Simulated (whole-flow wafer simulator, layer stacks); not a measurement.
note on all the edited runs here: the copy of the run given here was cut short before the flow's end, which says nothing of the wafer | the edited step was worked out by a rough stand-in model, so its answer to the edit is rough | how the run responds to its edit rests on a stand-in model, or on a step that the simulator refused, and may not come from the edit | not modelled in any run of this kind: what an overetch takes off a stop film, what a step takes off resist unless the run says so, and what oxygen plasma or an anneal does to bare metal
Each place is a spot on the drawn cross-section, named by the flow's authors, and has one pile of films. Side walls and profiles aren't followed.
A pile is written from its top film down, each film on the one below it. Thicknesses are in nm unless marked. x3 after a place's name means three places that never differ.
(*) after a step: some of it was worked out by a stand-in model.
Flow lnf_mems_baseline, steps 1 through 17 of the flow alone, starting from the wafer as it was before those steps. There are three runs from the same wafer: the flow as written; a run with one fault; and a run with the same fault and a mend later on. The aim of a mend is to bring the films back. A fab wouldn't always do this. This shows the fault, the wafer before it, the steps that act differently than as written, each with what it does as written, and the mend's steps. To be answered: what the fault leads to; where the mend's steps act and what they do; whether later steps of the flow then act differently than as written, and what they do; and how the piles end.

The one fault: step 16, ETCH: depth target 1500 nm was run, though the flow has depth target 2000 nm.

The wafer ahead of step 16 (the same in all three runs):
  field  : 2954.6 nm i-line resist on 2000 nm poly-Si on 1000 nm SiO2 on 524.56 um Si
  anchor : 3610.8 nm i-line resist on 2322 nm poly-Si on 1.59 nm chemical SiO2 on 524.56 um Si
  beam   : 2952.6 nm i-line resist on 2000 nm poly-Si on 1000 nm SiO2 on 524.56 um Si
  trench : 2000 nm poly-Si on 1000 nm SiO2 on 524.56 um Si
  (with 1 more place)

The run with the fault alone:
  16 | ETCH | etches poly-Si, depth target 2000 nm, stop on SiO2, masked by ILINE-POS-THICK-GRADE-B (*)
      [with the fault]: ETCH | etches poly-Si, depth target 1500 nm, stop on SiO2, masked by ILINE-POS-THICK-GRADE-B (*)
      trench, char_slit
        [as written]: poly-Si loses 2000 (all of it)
        [with the fault]: poly-Si loses 1500
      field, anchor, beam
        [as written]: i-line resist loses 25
        [with the fault]: i-line resist loses 18.8
  Later steps of the flow acting differently than as written:
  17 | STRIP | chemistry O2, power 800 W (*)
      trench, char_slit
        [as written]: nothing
        [with the fault]: chemical SiO2 gains 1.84 (new film), poly-Si loses 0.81
  At trench, char_slit, the piles at the end differ from the flow's by more than 2% or 0.5 nm, whichever is larger.
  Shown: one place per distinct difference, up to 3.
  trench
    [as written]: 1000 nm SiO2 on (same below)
    [with the fault]: 1.84 nm chemical SiO2 on 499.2 nm poly-Si on 1000 nm SiO2 on (same below)

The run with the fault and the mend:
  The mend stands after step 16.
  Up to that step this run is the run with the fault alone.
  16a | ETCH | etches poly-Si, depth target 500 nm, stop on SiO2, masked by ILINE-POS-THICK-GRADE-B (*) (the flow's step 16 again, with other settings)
      field, anchor, beam
        i-line resist loses 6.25
      trench, char_slit
        poly-Si loses 500 (all of it)
  Later steps of the flow that are run all act as written at every place that is followed.
  The piles end the same as the flow's at every place that both follow.
